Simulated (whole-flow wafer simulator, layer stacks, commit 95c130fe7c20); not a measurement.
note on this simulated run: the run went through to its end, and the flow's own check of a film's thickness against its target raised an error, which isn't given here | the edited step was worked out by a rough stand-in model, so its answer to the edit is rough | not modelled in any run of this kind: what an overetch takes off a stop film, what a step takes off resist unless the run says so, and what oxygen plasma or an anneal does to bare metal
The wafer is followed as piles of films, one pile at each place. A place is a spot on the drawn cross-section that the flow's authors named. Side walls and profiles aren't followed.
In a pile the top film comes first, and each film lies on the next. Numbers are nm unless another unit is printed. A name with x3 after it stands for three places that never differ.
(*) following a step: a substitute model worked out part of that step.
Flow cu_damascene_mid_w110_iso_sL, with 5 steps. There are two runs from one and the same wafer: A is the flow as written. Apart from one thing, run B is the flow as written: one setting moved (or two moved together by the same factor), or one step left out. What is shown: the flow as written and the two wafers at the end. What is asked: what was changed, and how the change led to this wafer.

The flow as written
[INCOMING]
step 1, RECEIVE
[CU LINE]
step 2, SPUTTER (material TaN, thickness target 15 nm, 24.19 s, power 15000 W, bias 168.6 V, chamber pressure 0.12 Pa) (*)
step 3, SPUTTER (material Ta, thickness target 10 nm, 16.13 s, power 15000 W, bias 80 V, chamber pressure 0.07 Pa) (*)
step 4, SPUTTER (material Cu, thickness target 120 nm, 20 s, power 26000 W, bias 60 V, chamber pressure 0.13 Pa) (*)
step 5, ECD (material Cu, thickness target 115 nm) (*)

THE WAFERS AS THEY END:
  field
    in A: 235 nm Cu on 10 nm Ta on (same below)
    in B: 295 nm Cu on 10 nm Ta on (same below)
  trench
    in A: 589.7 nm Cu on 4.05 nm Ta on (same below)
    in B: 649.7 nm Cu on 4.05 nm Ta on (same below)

The reason: step 4, SPUTTER: 30 s was run, while the flow as written has 20 s.

How this came from the change, step by step:
  step 4, SPUTTER (material Cu, thickness target 120 nm, 20 s, power 26000 W, bias 60 V, chamber pressure 0.13 Pa) (*)
      field: A Cu gains 120 (new film) | B Cu gains 180 (new film)
      trench: A Cu gains 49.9 (new film) | B Cu gains 74.9 (new film)
  step 5, ECD (material Cu, thickness target 115 nm) (*)
      trench: A Cu gains 539.8 | B Cu gains 574.8
